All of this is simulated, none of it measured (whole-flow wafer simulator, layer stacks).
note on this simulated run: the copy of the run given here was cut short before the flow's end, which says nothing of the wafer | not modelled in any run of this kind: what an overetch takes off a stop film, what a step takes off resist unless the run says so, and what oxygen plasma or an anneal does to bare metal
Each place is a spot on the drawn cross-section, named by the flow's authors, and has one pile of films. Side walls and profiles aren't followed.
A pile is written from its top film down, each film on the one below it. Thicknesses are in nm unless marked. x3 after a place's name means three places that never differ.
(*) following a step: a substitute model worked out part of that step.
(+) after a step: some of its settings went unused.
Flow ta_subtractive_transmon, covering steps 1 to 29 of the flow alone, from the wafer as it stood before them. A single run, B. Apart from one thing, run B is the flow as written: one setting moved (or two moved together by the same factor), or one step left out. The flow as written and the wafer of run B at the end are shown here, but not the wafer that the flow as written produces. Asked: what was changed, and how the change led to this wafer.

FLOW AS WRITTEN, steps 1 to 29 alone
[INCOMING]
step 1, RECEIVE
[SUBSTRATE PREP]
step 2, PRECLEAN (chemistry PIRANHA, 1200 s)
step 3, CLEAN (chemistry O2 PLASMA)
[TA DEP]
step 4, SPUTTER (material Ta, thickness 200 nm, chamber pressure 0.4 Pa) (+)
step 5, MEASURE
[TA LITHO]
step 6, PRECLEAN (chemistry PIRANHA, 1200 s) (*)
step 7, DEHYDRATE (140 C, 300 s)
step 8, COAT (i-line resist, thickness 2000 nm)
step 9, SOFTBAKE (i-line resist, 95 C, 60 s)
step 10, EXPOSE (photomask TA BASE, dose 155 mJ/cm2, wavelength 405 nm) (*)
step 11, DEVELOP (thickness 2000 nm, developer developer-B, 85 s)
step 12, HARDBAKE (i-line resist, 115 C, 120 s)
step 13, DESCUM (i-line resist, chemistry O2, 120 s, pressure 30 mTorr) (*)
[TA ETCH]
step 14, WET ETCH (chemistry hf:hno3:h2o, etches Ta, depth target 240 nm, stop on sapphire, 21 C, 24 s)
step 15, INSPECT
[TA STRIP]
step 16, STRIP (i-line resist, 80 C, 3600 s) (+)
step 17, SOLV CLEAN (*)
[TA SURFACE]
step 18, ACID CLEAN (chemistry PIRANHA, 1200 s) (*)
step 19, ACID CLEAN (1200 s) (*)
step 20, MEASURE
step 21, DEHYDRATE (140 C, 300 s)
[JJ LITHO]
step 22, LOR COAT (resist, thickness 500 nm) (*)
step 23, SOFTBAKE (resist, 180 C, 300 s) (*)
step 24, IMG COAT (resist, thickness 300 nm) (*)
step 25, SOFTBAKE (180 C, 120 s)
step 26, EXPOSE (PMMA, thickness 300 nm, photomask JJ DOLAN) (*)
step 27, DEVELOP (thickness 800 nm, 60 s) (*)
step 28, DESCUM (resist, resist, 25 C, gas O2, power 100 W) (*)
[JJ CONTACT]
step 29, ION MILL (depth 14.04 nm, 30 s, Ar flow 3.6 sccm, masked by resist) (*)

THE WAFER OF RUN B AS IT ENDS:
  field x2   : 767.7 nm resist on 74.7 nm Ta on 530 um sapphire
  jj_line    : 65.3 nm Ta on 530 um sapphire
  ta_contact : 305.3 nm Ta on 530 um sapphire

Cause: step 4, SPUTTER: thickness 315 nm was run, whereas the flow has thickness 200 nm.

Step by step, how the change led to this:
  step 4, SPUTTER (material Ta, thickness 200 nm, chamber pressure 0.4 Pa) (+)
      field x2, jj_line, lead, ta_contact, ta_pad: +315 Ta (new film) (in the flow as written it would be: +200 Ta (new film))
  step 14, WET ETCH (chemistry hf:hno3:h2o, etches Ta, depth target 240 nm, stop on sapphire, 21 C, 24 s)
      field x2, jj_line, lead: -240 Ta (in the flow as written it would be: -200 Ta (all of it))
  step 22, LOR COAT (resist, thickness 500 nm) (*)
      ta_contact: +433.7 resist (new film) (in the flow as written it would be: +443.8 resist (new film))
  step 29, ION MILL (depth 14.04 nm, 30 s, Ar flow 3.6 sccm, masked by resist) (*)
      jj_line, lead: -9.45 Ta (in the flow as written it would be: -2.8 sapphire)
If metal films that touch count as one body, field x2 has 1 body; the flow as written gives 0 bodies.
If metal films that touch count as one body, jj_line has 1 body; the flow as written gives 0 bodies.
